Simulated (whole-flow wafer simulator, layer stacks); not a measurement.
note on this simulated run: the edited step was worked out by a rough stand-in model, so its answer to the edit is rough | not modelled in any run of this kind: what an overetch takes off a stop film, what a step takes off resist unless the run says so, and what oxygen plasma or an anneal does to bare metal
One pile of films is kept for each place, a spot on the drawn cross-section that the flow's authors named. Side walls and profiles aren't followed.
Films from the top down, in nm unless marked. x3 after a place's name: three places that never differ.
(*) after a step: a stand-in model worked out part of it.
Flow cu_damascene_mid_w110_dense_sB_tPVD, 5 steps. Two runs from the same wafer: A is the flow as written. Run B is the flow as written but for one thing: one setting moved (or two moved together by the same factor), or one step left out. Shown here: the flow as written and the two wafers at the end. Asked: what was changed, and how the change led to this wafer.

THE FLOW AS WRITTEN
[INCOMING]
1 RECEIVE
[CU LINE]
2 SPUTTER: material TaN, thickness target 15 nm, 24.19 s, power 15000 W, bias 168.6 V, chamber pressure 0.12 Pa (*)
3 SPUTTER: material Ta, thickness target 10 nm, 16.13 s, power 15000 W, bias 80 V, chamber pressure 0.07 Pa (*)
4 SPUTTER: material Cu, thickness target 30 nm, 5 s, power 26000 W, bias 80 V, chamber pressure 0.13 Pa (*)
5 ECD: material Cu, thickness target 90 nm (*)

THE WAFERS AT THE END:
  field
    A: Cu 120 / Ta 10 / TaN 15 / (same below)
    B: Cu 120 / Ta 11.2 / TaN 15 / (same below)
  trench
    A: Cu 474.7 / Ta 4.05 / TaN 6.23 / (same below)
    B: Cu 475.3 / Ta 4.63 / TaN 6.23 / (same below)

The cause: step 3, SPUTTER: power 16800 W was run, where the flow has power 15000 W.

How the change led to this, step by step:
  3 SPUTTER: material Ta, thickness target 10 nm, 16.13 s, power 15000 W, bias 80 V, chamber pressure 0.07 Pa (*)
      field: A Ta +10 (new film) | B Ta +11.2 (new film)
      trench: A Ta +4.05 (new film) | B Ta +4.63 (new film)
